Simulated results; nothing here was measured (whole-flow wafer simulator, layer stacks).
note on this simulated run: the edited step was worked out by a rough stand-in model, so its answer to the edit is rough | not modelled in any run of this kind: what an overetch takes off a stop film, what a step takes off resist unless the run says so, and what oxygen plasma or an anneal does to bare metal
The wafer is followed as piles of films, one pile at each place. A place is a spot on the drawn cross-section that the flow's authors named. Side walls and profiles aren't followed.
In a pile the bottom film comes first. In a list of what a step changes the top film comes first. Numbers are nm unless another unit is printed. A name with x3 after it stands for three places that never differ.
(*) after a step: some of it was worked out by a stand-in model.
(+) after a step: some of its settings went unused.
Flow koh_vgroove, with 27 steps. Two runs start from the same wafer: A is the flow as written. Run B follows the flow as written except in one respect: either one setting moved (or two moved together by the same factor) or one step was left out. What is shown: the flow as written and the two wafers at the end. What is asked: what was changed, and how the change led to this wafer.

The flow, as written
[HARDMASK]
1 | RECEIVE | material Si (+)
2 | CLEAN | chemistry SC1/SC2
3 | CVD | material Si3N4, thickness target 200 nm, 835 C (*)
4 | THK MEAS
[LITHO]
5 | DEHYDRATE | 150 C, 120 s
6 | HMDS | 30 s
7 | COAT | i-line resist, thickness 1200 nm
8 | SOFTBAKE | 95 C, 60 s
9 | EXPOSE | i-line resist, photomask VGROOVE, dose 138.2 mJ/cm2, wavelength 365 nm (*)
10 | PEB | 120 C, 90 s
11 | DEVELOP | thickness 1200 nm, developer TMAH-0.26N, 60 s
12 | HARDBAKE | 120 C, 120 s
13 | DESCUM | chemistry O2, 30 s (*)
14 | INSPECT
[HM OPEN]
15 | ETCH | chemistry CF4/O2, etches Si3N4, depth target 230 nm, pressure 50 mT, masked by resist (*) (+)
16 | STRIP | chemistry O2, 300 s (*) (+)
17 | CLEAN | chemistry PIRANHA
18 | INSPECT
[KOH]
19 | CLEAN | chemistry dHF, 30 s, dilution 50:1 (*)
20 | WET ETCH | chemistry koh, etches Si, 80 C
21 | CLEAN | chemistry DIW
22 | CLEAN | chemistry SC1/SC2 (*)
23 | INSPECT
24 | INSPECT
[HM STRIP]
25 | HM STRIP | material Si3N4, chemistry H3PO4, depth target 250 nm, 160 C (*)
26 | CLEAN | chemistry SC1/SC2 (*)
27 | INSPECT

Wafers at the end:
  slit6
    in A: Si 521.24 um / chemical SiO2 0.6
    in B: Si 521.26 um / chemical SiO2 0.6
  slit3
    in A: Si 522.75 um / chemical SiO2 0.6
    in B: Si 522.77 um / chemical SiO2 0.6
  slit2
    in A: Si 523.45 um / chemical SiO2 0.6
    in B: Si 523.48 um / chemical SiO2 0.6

What caused this: step 15, ETCH: depth target 207 nm was run, whereas the flow has depth target 230 nm.

The path from the change to this, step by step:
  15 | ETCH | chemistry CF4/O2, etches Si3N4, depth target 230 nm, pressure 50 mT, masked by resist (*) (+)
      slit3, slit2, slit6, slit20: A -200 Si3N4 (all of it), -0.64 chemical SiO2 (all of it), -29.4 Si | B -200 Si3N4 (all of it), -0.64 chemical SiO2 (all of it), -6.36 Si
      field: A -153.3 i-line resist | B -138 i-line resist
